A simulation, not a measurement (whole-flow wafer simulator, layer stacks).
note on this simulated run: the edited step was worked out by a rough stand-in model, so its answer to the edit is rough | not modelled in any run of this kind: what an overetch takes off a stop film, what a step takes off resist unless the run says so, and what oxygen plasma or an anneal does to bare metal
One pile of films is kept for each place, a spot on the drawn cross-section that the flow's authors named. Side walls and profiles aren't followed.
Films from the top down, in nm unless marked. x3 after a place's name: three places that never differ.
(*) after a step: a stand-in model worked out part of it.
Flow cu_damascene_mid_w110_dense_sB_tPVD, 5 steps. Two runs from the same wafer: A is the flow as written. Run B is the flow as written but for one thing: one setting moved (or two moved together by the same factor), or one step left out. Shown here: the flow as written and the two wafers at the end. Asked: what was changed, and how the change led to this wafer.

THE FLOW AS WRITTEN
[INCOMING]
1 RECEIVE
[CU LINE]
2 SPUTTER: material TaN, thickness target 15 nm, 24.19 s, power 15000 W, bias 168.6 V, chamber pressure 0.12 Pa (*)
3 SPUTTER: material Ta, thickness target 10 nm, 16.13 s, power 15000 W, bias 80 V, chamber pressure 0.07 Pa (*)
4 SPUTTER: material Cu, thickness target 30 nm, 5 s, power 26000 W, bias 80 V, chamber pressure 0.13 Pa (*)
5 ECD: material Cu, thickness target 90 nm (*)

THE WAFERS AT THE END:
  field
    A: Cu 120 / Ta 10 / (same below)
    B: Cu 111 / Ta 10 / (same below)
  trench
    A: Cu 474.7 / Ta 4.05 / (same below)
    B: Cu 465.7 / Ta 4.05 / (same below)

The cause: step 4, SPUTTER: thickness target 21 nm was run, where the flow has thickness target 30 nm.

How the change led to this, step by step:
  4 SPUTTER: material Cu, thickness target 30 nm, 5 s, power 26000 W, bias 80 V, chamber pressure 0.13 Pa (*)
      field: A Cu +30 (new film) | B Cu +21 (new film)
      trench: A Cu +12.5 (new film) | B Cu +8.74 (new film)
